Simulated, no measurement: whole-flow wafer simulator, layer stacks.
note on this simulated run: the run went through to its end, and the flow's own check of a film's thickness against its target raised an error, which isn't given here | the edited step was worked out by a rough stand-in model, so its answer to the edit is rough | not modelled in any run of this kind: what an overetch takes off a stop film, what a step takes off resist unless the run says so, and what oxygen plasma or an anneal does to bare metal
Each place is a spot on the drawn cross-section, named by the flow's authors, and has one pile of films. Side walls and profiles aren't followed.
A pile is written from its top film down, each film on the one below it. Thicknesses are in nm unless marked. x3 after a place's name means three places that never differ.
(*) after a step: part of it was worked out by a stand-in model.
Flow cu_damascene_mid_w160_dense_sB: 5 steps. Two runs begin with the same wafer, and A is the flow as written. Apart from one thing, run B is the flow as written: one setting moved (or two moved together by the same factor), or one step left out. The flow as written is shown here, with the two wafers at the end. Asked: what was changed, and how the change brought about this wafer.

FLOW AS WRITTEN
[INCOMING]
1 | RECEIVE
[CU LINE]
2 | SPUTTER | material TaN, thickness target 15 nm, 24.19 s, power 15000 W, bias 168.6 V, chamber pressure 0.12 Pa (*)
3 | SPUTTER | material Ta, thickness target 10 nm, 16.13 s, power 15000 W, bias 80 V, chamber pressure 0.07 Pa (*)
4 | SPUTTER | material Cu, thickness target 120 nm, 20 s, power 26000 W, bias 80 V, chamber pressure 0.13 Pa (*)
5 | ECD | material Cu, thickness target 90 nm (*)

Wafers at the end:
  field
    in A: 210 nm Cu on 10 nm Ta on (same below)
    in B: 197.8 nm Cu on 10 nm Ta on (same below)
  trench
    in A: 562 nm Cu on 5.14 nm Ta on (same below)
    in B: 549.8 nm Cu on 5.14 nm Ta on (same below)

What caused this: step 5, ECD: thickness target 77.8 nm was run, though the flow has thickness target 90 nm.

The path from the change to this, step by step:
  5 | ECD | material Cu, thickness target 90 nm (*)
      field: A Cu gains 90 | B Cu gains 77.8
      trench: A Cu gains 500 | B Cu gains 487.8
